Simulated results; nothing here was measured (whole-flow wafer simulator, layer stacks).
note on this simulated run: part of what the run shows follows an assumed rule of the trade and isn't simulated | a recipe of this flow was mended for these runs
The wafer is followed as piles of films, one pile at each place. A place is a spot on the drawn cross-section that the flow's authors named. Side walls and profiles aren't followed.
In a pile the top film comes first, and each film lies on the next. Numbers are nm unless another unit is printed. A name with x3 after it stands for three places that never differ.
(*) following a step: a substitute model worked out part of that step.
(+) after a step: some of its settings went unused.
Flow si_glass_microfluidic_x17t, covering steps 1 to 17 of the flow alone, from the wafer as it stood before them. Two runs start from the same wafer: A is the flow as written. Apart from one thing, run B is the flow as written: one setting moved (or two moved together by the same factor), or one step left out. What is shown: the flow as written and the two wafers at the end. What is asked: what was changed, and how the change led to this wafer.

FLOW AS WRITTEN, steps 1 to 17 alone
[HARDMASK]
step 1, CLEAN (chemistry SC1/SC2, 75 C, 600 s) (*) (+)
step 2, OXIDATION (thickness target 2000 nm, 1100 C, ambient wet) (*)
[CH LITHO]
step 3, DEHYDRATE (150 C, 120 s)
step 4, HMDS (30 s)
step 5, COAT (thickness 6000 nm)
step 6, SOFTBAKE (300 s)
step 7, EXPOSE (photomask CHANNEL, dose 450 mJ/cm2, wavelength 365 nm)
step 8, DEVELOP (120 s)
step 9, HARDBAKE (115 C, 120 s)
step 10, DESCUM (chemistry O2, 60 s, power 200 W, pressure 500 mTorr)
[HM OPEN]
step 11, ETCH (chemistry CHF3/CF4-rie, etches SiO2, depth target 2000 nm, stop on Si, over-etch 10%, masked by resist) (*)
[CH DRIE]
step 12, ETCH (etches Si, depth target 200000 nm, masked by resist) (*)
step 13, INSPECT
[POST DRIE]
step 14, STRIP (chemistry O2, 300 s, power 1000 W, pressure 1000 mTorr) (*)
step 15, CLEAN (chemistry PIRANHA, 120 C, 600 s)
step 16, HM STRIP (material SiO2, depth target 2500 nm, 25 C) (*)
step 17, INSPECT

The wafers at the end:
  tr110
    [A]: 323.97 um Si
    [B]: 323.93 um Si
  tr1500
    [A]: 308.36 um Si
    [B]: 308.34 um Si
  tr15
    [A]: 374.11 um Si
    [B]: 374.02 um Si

The reason: step 11, ETCH: depth target 2480 nm was run, while the flow as written has depth target 2000 nm.

Step by step, how the change led to this:
  step 11, ETCH (chemistry CHF3/CF4-rie, etches SiO2, depth target 2000 nm, stop on Si, over-etch 10%, masked by resist) (*)
      tr110, tr1500, tr15: A SiO2 loses 2000 (all of it), Si loses 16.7 | B SiO2 loses 2000 (all of it), Si loses 60.7
      land: A thick-i-line-resist loses 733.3 | B thick-i-line-resist loses 909.3
  step 12, ETCH (etches Si, depth target 200000 nm, masked by resist) (*)
      tr1500: A Si loses 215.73 um | B Si loses 215.71 um
      tr15: A Si loses 149.99 um | B Si loses 150.04 um
  step 14, STRIP (chemistry O2, 300 s, power 1000 W, pressure 1000 mTorr) (*)
      land: A thick-i-line-resist loses 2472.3 (all of it) | B thick-i-line-resist loses 2296.6 (all of it)
